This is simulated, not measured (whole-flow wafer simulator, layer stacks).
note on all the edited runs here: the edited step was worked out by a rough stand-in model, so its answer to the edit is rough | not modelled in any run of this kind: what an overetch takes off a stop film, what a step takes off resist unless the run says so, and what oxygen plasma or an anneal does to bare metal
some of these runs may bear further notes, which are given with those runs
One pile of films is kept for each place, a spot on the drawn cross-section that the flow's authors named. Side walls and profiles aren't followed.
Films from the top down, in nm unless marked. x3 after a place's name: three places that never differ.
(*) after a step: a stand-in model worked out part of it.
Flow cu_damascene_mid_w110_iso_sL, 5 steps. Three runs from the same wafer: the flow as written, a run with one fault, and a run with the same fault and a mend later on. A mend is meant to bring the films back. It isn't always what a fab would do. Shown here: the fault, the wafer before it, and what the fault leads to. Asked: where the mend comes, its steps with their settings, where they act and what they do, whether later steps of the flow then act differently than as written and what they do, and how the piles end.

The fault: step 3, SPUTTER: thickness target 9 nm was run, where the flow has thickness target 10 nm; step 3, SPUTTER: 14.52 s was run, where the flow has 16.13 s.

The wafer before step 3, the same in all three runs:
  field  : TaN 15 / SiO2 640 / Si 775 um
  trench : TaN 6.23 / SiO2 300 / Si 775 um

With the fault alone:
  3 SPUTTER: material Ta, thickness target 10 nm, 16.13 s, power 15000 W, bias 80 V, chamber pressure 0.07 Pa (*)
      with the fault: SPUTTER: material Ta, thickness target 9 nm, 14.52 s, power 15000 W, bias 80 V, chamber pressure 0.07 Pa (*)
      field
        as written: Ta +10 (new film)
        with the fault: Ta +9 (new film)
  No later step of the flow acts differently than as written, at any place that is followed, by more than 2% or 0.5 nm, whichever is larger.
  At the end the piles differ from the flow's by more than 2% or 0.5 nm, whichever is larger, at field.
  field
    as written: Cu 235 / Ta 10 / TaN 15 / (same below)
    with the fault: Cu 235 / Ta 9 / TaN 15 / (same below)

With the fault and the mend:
  The mend comes after step 3.
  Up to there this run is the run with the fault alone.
  3a SPUTTER: material Ta, thickness target 1 nm, 1.613 s, power 15000 W, bias 80 V, chamber pressure 0.07 Pa (*) (the flow's step 3 once more, with other settings)
      field
        Ta +1
      trench
        Ta +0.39
  No later step of the flow acts differently than as written at any place that is followed.
  At the end the piles differ from the flow's only slightly at the places that both follow, by at most 2% or 0.5 nm, whichever is larger.
